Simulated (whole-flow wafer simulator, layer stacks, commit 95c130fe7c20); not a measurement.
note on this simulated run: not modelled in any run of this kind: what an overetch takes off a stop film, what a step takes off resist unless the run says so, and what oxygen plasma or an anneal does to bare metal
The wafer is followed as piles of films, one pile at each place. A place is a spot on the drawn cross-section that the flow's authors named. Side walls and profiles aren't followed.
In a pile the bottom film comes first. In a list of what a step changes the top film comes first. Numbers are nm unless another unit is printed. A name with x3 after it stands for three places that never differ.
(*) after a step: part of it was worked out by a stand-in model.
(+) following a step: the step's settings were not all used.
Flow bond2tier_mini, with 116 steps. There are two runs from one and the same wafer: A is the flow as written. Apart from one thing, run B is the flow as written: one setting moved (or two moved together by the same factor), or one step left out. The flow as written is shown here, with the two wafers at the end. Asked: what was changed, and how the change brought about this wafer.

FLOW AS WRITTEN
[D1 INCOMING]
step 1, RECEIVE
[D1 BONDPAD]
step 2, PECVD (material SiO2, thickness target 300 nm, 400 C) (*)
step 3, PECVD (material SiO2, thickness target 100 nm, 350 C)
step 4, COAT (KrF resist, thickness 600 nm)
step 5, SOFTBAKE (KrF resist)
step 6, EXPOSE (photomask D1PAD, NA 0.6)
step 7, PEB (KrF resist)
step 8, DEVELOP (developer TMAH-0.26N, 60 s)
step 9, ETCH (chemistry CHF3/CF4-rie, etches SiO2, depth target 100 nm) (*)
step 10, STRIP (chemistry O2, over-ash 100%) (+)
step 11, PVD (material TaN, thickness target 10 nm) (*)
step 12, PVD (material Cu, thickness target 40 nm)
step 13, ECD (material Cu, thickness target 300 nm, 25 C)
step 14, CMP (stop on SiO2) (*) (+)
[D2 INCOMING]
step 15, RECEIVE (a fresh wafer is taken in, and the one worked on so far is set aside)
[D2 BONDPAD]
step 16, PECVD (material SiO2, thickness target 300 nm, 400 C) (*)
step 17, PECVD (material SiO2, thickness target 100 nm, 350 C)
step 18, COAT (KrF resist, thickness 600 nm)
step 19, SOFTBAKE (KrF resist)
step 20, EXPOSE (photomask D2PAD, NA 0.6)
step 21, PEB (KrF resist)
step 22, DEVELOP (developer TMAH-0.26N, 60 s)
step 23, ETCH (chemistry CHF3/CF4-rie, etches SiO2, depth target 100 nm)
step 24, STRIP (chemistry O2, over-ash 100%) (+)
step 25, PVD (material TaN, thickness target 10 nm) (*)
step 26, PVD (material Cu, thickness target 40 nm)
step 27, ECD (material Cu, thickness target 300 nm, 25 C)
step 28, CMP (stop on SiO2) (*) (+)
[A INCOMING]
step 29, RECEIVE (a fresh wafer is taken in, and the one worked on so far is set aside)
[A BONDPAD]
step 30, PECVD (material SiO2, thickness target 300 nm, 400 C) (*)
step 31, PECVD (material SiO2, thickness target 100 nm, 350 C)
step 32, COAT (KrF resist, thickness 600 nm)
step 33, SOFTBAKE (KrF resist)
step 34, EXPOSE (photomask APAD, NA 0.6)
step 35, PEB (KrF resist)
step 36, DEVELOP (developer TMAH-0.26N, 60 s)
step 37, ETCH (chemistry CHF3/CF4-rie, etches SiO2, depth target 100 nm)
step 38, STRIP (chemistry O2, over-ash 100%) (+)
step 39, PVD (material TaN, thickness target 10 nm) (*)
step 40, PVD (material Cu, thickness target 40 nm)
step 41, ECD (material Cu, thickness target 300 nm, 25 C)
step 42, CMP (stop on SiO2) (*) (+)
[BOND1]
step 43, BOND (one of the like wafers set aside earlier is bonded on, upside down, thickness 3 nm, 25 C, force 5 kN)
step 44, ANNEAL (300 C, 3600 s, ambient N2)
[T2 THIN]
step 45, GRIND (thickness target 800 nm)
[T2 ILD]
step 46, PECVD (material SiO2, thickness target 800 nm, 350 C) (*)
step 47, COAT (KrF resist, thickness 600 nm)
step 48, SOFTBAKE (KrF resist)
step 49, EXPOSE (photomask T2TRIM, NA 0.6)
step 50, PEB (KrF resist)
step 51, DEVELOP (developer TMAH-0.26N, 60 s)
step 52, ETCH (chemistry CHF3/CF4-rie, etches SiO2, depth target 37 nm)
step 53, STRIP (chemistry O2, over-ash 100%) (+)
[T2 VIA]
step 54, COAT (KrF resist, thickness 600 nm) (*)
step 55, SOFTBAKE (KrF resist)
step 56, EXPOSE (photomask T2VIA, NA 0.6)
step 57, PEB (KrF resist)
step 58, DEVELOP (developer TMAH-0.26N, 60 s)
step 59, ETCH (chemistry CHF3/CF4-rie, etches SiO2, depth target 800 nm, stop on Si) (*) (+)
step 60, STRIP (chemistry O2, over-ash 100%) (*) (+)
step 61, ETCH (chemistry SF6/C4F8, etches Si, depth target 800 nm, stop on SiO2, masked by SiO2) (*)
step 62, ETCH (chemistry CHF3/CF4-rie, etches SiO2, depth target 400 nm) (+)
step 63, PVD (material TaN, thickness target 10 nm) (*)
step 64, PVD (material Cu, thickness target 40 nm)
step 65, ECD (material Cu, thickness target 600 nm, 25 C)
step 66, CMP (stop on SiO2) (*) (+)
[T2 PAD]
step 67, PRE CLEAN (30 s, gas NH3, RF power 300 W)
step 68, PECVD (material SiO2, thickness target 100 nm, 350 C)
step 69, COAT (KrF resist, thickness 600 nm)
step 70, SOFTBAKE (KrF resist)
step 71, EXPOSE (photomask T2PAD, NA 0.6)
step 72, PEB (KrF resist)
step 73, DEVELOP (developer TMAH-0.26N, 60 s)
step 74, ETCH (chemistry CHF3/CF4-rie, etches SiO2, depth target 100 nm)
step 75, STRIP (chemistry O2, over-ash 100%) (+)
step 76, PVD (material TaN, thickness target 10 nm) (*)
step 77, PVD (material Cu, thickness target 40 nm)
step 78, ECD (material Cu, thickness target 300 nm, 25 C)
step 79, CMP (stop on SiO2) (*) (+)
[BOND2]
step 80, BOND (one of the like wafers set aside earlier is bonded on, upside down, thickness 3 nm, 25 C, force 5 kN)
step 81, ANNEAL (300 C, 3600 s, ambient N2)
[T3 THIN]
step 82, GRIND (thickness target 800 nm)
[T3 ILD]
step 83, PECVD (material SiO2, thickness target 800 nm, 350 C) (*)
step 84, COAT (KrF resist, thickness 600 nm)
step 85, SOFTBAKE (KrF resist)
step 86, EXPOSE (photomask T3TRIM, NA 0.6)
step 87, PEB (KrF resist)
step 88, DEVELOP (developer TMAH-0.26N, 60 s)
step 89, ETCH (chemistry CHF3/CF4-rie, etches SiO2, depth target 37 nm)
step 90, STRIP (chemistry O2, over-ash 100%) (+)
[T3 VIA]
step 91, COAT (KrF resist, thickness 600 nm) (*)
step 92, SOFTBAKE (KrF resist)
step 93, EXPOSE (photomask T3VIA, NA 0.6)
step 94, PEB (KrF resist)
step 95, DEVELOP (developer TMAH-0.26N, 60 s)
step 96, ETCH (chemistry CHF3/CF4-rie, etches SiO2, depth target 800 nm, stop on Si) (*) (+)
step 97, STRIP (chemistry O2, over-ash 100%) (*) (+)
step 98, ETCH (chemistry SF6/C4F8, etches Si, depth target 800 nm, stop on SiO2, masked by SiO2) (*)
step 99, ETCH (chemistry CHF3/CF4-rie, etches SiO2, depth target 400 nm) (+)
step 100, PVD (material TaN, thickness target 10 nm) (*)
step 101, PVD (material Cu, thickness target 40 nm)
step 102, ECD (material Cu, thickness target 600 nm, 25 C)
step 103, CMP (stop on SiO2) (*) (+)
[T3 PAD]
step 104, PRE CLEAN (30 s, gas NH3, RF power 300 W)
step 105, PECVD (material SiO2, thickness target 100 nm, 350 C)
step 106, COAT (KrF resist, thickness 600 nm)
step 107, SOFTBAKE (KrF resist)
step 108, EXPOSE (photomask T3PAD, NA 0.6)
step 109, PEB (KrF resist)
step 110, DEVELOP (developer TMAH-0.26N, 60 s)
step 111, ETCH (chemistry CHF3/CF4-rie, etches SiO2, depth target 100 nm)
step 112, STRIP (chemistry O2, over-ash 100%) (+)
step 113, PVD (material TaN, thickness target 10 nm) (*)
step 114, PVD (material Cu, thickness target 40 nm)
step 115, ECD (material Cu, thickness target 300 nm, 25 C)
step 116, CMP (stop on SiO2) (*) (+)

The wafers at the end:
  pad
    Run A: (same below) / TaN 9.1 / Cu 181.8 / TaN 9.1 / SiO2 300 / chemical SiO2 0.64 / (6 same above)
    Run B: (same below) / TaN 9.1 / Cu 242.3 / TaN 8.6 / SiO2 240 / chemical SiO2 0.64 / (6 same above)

What caused this: step 23, ETCH: depth target 160 nm was run, though the flow has depth target 100 nm.

The path from the change to this, step by step:
  step 23, ETCH (chemistry CHF3/CF4-rie, etches SiO2, depth target 100 nm)
      pad, via: A SiO2 loses 100 | B SiO2 loses 160
      field: A KrF resist loses 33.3 | B KrF resist loses 53.3
  step 24, STRIP (chemistry O2, over-ash 100%) (+)
      field: A KrF resist loses 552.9 (all of it) | B KrF resist loses 532.9 (all of it)
  step 26, PVD (material Cu, thickness target 40 nm)
      pad: A Cu gains 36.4 (new film) | B Cu gains 34.4 (new film)
  step 27, ECD (material Cu, thickness target 300 nm, 25 C)
      pad: A Cu gains 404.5 | B Cu gains 467
      via: A Cu gains 400.2 | B Cu gains 460.6
  step 80, BOND (one of the like wafers set aside earlier is bonded on, upside down, thickness 3 nm, 25 C, force 5 kN)
      pad: A Si gains 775 um (new film), chemical SiO2 gains 0.64 (new film), SiO2 gains 300 (new film), TaN gains 9.1 (new film), Cu gains 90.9 | B Si gains 775 um (new film), chemical SiO2 gains 0.64 (new film), SiO2 gains 240 (new film), TaN gains 8.6 (new film), Cu gains 151.4
